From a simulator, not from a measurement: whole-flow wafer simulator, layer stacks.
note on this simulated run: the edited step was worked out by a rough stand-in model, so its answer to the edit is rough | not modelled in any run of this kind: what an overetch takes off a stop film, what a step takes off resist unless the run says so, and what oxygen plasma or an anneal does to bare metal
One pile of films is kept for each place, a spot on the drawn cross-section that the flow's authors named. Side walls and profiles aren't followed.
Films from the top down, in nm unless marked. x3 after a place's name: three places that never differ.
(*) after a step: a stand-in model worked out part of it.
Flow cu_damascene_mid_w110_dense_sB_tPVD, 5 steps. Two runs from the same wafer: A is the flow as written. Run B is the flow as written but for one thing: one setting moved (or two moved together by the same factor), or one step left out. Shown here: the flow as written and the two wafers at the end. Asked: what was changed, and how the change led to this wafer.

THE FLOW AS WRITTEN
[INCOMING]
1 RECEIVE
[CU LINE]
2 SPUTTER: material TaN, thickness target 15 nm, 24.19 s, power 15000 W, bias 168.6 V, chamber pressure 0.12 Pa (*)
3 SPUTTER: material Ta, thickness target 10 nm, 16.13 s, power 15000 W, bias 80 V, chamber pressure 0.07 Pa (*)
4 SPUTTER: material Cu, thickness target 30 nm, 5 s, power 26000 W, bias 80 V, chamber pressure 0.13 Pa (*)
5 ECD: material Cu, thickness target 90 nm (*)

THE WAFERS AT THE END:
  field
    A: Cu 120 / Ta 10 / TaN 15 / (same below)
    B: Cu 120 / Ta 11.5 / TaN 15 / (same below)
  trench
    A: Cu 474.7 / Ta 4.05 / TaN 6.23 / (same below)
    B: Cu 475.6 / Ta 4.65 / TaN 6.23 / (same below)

The cause: step 3, SPUTTER: thickness target 11.5 nm was run, where the flow has thickness target 10 nm.
It can be read off the wafer: field has Ta 11.5, and step 3 as written asks for 10 nm.

How the change led to this, step by step:
  3 SPUTTER: material Ta, thickness target 10 nm, 16.13 s, power 15000 W, bias 80 V, chamber pressure 0.07 Pa (*)
      field: A Ta +10 (new film) | B Ta +11.5 (new film)
      trench: A Ta +4.05 (new film) | B Ta +4.65 (new film)
